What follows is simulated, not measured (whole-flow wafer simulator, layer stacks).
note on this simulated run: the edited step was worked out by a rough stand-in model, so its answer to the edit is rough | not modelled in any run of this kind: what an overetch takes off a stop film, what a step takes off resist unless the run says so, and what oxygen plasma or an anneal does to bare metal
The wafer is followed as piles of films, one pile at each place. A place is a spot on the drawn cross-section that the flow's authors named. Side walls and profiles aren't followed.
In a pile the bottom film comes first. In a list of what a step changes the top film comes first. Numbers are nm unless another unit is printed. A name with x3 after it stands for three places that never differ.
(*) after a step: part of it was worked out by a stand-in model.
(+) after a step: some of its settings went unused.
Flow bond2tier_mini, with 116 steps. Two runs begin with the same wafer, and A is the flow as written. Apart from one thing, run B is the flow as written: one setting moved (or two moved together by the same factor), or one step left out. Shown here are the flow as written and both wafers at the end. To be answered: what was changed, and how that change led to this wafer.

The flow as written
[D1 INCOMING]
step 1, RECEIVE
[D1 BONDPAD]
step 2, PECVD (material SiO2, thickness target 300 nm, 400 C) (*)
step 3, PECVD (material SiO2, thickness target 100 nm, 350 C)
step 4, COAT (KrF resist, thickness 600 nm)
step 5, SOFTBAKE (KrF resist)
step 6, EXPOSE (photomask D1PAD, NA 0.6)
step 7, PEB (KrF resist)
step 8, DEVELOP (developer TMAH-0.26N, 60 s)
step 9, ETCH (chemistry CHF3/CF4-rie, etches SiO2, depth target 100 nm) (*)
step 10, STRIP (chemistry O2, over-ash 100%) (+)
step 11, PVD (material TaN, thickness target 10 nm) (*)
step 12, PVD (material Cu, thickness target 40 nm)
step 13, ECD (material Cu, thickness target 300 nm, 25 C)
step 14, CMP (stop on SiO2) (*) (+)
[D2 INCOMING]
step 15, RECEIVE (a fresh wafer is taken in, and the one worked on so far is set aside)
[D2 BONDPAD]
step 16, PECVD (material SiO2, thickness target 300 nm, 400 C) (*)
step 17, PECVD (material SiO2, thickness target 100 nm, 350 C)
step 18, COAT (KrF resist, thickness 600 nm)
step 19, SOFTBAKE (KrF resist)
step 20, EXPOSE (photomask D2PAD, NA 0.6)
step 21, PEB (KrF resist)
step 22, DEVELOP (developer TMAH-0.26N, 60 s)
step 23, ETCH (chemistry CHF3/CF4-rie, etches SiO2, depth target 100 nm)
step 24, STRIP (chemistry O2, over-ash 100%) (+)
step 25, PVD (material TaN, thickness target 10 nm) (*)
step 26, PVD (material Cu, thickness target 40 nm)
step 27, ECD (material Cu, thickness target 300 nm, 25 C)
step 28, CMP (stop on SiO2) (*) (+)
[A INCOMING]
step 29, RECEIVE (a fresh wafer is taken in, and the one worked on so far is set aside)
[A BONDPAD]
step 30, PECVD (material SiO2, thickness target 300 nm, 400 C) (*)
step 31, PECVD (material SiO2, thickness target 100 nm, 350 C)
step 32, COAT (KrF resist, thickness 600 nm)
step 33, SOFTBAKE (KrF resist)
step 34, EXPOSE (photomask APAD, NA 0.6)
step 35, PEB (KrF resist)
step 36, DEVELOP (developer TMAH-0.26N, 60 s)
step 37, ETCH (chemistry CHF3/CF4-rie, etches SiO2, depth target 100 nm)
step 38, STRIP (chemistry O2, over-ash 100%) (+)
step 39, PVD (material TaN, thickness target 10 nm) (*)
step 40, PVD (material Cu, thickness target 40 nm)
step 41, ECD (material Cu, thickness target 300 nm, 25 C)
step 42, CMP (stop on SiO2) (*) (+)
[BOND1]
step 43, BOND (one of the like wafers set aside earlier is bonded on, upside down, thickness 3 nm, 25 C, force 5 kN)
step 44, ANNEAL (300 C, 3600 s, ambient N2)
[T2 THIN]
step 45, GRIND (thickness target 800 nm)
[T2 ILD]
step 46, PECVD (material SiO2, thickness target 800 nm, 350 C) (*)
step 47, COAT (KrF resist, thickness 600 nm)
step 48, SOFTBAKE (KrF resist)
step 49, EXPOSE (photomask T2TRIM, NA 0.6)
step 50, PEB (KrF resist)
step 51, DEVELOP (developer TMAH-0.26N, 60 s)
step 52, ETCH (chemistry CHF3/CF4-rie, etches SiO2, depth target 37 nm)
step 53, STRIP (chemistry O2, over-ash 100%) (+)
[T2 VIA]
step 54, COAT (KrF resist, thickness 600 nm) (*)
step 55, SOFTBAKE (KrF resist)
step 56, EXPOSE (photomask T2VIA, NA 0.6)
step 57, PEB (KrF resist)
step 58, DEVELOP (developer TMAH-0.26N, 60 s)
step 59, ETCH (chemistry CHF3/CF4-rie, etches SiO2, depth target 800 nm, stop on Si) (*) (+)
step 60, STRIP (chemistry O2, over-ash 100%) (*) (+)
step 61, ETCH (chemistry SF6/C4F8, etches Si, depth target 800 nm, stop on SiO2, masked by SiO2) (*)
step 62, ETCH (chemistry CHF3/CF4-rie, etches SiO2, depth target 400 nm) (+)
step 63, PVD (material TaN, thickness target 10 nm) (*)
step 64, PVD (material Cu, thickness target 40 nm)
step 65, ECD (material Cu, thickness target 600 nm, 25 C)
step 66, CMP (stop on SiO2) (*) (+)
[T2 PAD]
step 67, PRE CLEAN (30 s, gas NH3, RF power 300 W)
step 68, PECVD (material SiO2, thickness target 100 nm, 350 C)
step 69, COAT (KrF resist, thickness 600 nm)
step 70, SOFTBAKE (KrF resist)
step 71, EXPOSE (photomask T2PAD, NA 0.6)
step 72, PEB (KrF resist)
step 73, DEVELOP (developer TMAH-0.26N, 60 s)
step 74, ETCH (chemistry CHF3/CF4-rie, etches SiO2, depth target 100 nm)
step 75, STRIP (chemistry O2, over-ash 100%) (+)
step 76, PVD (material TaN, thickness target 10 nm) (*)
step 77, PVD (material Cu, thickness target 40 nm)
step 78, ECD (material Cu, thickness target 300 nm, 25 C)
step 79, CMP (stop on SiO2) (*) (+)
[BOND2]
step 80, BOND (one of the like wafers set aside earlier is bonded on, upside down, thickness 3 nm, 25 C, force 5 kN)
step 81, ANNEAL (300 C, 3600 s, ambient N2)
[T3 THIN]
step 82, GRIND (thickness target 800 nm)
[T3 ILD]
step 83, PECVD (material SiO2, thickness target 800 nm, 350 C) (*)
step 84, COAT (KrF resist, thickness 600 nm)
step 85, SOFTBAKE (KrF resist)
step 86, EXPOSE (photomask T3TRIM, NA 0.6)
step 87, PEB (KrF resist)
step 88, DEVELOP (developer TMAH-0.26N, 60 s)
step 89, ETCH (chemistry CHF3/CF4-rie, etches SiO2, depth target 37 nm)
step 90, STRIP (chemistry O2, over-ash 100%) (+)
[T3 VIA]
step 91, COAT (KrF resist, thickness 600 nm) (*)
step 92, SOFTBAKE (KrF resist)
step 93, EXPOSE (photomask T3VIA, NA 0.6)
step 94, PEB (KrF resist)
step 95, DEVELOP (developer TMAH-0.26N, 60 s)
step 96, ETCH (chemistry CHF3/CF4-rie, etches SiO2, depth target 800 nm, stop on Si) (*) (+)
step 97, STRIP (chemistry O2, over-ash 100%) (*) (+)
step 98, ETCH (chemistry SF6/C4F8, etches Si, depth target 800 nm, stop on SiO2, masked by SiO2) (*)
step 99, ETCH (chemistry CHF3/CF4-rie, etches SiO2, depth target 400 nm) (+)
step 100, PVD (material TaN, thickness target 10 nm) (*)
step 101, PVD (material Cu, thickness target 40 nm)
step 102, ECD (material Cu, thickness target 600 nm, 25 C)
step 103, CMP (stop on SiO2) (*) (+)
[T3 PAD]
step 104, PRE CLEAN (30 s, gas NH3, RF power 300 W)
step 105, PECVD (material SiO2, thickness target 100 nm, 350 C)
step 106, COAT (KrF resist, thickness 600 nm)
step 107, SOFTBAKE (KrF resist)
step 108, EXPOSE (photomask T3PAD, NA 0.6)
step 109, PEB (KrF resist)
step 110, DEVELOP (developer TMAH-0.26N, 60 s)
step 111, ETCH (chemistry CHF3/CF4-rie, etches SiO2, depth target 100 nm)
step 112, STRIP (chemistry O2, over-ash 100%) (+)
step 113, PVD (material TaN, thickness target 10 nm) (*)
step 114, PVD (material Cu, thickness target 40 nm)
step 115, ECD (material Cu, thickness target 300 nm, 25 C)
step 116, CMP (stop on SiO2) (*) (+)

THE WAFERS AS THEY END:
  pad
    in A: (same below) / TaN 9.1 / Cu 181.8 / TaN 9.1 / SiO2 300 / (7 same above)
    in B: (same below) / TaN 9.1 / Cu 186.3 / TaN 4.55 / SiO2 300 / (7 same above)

What caused this: step 25, PVD: thickness target 5 nm was run, while the flow as written has thickness target 10 nm.

The path from the change to this, step by step:
  step 25, PVD (material TaN, thickness target 10 nm) (*)
      field: A +10 TaN (new film) | B +5 TaN (new film)
      pad: A +9.1 TaN (new film) | B +4.55 TaN (new film)
      (as well as at 1 more place)
  step 28, CMP (stop on SiO2) (*) (+)
      field: A -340 Cu (all of it), -10 TaN (all of it) | B -340 Cu (all of it), -5 TaN (all of it)
  step 80, BOND (one of the like wafers set aside earlier is bonded on, upside down, thickness 3 nm, 25 C, force 5 kN)
      pad: A +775 um Si (new film), +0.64 chemical SiO2 (new film), +300 SiO2 (new film), +9.1 TaN (new film), +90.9 Cu | B +775 um Si (new film), +0.64 chemical SiO2 (new film), +300 SiO2 (new film), +4.55 TaN (new film), +95.4 Cu
